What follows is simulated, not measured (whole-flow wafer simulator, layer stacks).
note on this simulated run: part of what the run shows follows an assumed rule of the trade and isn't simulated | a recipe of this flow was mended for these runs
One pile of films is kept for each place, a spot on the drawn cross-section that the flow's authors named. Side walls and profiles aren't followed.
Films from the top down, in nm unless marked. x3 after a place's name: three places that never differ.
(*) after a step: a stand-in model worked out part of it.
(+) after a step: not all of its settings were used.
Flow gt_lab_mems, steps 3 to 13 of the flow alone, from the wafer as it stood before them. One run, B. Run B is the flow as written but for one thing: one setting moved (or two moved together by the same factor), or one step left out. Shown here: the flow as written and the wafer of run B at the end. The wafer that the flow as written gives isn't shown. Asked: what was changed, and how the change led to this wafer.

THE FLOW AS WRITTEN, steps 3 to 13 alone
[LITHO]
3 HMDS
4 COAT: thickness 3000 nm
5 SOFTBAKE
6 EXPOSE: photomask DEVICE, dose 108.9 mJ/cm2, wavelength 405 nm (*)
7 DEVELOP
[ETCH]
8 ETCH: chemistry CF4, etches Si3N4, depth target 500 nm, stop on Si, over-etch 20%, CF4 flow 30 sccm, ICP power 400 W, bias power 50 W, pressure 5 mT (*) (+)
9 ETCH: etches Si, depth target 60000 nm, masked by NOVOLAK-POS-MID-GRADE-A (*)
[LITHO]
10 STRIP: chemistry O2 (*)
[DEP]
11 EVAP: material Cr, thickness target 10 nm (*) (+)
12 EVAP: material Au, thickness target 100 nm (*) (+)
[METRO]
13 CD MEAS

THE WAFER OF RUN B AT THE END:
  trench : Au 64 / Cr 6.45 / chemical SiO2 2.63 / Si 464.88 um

The cause: step 8, ETCH: depth target 680 nm was run, where the flow has depth target 500 nm.

How the change led to this, step by step:
  8 ETCH: chemistry CF4, etches Si3N4, depth target 500 nm, stop on Si, over-etch 20%, CF4 flow 30 sccm, ICP power 400 W, bias power 50 W, pressure 5 mT (*) (+)
      field: g/i-line-resist -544 (as written it would be: g/i-line-resist -400)
      trench: Si3N4 -500 (all of it), chemical SiO2 -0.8 (all of it), Si -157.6 (as written it would be: Si3N4 -500 (all of it), chemical SiO2 -0.8 (all of it), Si -49.6)
  10 STRIP: chemistry O2 (*)
      field: g/i-line-resist -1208 (all of it) (as written it would be: g/i-line-resist -1352 (all of it))
